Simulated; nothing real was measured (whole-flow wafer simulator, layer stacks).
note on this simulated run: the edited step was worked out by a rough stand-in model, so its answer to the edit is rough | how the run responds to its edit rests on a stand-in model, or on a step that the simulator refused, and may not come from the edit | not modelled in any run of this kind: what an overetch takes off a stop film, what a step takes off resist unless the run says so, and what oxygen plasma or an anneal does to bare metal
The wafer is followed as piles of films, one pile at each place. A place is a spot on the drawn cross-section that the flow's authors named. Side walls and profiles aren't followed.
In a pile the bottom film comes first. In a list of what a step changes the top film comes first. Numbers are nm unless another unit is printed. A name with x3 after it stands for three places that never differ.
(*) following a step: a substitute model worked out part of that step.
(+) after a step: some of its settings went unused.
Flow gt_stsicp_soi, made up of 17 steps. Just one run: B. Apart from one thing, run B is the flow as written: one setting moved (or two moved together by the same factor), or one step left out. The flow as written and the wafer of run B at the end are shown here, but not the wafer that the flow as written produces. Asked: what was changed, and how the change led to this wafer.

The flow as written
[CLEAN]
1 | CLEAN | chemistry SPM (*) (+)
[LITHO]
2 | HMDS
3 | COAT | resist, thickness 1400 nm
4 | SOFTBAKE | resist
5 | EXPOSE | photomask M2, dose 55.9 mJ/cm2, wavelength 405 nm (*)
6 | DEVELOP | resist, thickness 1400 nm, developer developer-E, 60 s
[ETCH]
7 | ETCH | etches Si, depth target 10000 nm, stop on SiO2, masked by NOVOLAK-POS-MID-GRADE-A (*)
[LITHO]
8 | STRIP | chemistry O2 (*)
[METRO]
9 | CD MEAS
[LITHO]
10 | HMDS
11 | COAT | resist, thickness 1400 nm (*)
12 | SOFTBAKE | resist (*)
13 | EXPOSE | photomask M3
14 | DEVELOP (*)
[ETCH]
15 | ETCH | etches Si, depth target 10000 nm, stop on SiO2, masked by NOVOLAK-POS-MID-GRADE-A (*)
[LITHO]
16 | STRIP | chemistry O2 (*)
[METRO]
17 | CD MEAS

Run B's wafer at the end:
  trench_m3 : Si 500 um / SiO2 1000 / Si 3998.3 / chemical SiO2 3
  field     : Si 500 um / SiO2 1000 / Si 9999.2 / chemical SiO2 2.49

What caused this: step 15, ETCH: depth target 6000 nm was run, whereas the flow has depth target 10000 nm.

The path from the change to this, step by step:
  15 | ETCH | etches Si, depth target 10000 nm, stop on SiO2, masked by NOVOLAK-POS-MID-GRADE-A (*)
      trench_m3: chemical SiO2 loses 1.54 (all of it), Si loses 6000 (as written it would have been: chemical SiO2 loses 1.54 (all of it), Si loses 9999.6 (all of it))
      field, trench_m2: resist loses 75 (as written it would have been: resist loses 125)
  16 | STRIP | chemistry O2 (*)
      trench_m3: chemical SiO2 gains 3 (new film), Si loses 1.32 (as written it would have been: nothing)
      field: resist loses 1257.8 (all of it), chemical SiO2 gains 0.94, Si loses 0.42 (as written it would have been: resist loses 1207.8 (all of it), chemical SiO2 gains 0.94, Si loses 0.41)
